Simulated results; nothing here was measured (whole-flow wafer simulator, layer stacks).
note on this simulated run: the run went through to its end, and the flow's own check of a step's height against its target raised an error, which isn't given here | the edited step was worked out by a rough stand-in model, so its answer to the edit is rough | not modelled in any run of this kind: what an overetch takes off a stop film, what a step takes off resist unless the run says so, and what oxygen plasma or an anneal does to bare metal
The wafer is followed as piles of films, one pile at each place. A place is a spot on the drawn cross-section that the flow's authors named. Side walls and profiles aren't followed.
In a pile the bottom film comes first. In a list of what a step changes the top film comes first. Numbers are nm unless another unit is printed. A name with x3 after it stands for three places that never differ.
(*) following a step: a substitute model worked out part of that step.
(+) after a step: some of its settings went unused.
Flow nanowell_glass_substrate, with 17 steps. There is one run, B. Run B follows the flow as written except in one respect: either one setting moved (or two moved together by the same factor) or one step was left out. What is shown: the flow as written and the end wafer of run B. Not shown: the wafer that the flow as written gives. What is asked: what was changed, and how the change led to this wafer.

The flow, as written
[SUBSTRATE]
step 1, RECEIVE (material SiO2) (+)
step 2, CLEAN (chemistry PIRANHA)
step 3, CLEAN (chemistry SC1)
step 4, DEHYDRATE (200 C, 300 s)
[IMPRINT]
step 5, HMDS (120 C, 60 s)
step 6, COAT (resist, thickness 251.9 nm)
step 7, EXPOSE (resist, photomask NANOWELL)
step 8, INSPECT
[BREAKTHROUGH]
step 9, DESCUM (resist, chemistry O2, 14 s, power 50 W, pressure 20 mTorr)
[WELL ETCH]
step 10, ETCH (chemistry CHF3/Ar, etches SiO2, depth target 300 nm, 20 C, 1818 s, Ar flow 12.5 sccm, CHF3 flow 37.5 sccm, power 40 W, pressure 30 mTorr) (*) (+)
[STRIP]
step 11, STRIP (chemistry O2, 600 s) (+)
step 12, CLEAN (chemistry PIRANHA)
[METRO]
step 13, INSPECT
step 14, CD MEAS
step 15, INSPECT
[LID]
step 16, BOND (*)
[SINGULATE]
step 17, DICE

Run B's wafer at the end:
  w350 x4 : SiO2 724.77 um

Cause: step 10, ETCH: depth target 232 nm was run, while the flow as written has depth target 300 nm.

The path from the change to this, step by step:
  step 10, ETCH (chemistry CHF3/Ar, etches SiO2, depth target 300 nm, 20 C, 1818 s, Ar flow 12.5 sccm, CHF3 flow 37.5 sccm, power 40 W, pressure 30 mTorr) (*) (+)
      w350 x4: SiO2 loses 232 (it would be, as written: SiO2 loses 300)
      land: resist loses 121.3 (it would be, as written: resist loses 130.4)
  step 11, STRIP (chemistry O2, 600 s) (+)
      land: resist loses 135.1 (all of it) (it would be, as written: resist loses 125.9 (all of it))
